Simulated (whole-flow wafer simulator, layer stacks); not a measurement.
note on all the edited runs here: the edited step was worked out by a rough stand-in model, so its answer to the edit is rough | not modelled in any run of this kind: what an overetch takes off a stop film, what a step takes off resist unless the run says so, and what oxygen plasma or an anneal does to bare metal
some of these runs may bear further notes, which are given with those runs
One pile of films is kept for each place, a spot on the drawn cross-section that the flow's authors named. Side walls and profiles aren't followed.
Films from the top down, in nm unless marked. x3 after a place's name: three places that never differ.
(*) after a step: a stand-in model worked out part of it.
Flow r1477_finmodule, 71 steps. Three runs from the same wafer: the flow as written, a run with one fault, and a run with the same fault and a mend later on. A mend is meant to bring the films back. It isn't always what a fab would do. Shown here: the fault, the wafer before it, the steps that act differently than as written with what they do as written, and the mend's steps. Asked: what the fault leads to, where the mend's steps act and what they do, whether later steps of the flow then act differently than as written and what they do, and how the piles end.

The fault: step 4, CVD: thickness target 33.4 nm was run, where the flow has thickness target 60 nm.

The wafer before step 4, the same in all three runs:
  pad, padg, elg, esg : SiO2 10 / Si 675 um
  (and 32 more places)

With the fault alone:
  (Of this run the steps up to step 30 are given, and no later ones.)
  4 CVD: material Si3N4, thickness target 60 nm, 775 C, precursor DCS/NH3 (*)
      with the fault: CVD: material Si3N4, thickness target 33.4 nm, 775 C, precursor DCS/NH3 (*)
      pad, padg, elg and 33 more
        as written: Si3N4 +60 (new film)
        with the fault: Si3N4 +33.4 (new film)
  No later step of the flow up to step 30 acts differently than as written at any place that is followed.
  After step 30 the piles differ from the flow's by more than 2% or 0.5 nm, whichever is larger, at pad, padg, elg and 33 more.
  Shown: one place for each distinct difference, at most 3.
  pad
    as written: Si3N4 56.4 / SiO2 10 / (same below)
    with the fault: Si3N4 29.8 / SiO2 10 / (same below)
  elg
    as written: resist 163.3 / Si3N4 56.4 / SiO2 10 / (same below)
    with the fault: resist 163.3 / Si3N4 29.8 / SiO2 10 / (same below)
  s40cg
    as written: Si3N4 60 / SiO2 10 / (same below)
    with the fault: Si3N4 33.4 / SiO2 10 / (same below)

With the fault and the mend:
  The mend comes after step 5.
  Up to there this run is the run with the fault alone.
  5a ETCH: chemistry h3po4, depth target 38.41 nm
      pad, padg, elg and 33 more
        Si3N4 -33.4 (all of it)
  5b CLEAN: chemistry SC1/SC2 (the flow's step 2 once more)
      changes no film at any place that is followed
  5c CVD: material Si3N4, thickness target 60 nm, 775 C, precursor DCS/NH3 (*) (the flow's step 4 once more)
      pad, padg, elg and 33 more
        Si3N4 +60 (new film)
  No later step of the flow acts differently than as written at any place that is followed.
  At the end the piles are the same as the flow's at every place that both follow.
